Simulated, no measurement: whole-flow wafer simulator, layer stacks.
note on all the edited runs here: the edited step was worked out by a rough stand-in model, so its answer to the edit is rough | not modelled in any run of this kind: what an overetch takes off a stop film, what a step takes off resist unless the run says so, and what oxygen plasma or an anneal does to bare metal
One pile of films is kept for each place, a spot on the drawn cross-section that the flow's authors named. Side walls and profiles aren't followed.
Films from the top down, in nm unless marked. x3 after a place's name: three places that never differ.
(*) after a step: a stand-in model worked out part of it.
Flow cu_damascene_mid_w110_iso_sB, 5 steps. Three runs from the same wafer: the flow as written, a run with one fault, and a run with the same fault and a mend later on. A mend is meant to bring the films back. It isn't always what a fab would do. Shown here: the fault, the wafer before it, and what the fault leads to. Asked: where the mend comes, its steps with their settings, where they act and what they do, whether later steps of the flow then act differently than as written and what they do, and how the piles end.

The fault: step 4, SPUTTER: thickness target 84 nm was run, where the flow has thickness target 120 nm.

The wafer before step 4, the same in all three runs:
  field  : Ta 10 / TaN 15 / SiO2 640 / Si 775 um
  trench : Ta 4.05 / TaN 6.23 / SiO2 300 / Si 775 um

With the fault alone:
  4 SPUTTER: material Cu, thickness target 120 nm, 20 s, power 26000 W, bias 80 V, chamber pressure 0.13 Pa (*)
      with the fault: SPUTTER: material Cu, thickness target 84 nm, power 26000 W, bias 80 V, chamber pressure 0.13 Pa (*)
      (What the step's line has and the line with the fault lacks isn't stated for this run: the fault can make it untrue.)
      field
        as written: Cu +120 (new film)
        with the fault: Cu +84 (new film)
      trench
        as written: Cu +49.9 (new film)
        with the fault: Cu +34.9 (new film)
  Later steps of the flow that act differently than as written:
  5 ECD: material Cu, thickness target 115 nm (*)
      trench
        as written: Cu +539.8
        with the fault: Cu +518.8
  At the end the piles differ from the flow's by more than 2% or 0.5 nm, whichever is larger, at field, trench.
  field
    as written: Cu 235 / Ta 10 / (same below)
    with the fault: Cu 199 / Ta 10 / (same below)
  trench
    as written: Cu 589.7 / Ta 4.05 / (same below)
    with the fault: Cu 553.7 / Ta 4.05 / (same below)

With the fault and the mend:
  The mend comes after step 4.
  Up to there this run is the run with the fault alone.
  4a SPUTTER: material Cu, thickness target 36 nm, power 26000 W, bias 80 V, chamber pressure 0.13 Pa (*) (the flow's step 4 once more, with other settings)
      field
        Cu +36
      trench
        Cu +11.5
  No later step of the flow acts differently than as written, at any place that is followed, by more than 2% or 0.5 nm, whichever is larger.
  At the end the piles are the same as the flow's at every place that both follow.
